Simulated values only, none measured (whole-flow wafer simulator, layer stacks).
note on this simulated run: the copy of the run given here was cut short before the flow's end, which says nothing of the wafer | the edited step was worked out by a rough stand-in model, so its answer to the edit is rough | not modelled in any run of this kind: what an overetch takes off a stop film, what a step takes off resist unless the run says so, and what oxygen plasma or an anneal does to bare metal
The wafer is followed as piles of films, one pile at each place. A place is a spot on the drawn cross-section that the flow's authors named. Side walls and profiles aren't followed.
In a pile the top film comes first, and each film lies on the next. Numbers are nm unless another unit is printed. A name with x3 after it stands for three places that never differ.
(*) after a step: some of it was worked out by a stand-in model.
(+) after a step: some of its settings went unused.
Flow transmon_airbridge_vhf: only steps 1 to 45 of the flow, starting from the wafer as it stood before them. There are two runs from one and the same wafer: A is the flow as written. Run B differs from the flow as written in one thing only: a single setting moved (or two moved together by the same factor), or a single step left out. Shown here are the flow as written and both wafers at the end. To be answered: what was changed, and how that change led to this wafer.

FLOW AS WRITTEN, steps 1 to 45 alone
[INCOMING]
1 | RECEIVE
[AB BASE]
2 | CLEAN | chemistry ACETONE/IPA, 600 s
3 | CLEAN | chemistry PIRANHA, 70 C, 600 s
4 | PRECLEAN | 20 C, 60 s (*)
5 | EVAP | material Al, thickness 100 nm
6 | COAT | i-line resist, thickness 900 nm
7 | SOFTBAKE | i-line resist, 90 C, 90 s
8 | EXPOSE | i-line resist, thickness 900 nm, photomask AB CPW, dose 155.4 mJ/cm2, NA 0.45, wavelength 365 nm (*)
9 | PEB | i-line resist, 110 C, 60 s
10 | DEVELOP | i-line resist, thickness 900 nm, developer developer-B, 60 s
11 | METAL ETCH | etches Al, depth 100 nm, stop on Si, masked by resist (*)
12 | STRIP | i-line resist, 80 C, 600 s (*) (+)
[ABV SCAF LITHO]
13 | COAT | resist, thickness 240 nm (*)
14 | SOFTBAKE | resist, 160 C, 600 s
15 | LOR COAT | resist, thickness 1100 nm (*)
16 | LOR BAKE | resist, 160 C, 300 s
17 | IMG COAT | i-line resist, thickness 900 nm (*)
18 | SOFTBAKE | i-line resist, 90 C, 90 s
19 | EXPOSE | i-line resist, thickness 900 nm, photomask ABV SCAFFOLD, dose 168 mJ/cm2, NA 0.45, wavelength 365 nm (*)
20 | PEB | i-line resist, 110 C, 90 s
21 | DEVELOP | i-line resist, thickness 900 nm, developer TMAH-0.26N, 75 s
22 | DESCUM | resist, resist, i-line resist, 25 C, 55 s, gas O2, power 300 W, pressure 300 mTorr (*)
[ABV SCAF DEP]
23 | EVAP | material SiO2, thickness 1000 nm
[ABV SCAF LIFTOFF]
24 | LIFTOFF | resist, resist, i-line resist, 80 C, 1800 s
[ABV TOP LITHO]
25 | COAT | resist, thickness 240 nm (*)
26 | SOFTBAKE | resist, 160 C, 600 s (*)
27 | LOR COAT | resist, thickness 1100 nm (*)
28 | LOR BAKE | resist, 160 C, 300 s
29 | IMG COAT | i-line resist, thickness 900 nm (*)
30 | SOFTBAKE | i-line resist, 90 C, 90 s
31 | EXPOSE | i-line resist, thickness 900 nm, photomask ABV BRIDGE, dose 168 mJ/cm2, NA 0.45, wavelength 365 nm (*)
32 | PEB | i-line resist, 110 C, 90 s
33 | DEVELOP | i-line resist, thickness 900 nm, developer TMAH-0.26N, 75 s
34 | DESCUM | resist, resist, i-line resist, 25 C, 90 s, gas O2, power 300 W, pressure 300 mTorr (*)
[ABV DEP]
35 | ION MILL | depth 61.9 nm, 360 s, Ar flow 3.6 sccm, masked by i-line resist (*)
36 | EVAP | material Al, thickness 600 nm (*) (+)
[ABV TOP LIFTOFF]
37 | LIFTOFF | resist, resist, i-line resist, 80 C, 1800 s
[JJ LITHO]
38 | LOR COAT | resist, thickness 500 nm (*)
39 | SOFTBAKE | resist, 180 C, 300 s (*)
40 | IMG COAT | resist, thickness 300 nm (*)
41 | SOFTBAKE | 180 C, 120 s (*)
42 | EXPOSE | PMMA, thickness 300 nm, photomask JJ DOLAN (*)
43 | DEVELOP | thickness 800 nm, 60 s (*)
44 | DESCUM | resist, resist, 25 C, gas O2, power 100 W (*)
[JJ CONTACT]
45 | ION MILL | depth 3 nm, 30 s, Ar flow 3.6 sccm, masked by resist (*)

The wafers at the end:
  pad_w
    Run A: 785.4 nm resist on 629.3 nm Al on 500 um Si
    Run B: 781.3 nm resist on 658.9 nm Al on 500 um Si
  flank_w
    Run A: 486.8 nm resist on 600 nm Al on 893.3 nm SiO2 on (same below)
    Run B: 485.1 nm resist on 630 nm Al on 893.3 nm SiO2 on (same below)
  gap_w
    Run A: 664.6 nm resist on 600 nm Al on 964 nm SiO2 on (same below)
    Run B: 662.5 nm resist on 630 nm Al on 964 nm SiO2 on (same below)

The reason: step 36, EVAP: thickness 630 nm was run, though the flow has thickness 600 nm.
The wafer lets one read it off: flank_w has Al 630, and step 36 as written asks for 600 nm.

How this came from the change, step by step:
  36 | EVAP | material Al, thickness 600 nm (*) (+)
      field x3, jj_line, ground_far and 10 more: A +600 Al (new film) | B +630 Al (new film)
      pad_w, pad_e: A +591.2 Al | B +620.8 Al
  37 | LIFTOFF | resist, resist, i-line resist, 80 C, 1800 s
      field x3, jj_line, trace_open_s x2: A -600 Al (all of it), -600 i-line resist (all of it), -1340 resist (all of it) | B -630 Al (all of it), -600 i-line resist (all of it), -1340 resist (all of it)
      margin_s, margin_n: A -600 Al (all of it), -318.3 i-line resist (all of it), -992 resist (all of it) | B -630 Al (all of it), -318.3 i-line resist (all of it), -992 resist (all of it)
      (as well as at 1 more place)
